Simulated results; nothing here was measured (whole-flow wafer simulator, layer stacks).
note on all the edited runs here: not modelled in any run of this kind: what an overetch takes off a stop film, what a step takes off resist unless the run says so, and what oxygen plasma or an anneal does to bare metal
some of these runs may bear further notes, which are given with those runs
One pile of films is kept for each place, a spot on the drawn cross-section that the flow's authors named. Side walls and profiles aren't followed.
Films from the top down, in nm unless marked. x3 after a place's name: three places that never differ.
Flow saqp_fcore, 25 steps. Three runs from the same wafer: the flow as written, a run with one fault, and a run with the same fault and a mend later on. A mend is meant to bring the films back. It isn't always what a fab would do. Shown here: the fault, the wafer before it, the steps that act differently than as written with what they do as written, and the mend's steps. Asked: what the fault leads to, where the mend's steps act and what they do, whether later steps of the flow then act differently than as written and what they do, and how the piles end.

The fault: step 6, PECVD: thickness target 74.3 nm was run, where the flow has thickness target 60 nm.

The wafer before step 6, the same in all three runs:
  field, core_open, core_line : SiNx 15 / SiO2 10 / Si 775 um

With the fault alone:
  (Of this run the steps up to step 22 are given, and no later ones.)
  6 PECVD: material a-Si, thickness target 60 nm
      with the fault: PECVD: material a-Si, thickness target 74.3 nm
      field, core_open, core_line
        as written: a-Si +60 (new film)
        with the fault: a-Si +74.3 (new film)
  No later step of the flow up to step 22 acts differently than as written at any place that is followed.
  After step 22 the piles differ from the flow's by more than 2% or 0.5 nm, whichever is larger, at field, core_open, core_line.
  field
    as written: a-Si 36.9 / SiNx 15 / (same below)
    with the fault: a-Si 51.2 / SiNx 15 / (same below)
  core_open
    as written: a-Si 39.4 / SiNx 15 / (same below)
    with the fault: a-Si 53.7 / SiNx 15 / (same below)
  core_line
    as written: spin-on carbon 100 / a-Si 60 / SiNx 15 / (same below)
    with the fault: spin-on carbon 100 / a-Si 74.3 / SiNx 15 / (same below)

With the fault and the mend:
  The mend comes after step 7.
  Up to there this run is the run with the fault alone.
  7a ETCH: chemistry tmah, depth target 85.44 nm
      field, core_open, core_line
        a-Si -74.3 (all of it)
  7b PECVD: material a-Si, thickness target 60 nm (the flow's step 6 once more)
      field, core_open, core_line
        a-Si +60 (new film)
  No later step of the flow acts differently than as written at any place that is followed.
  At the end the piles are the same as the flow's at every place that both follow.
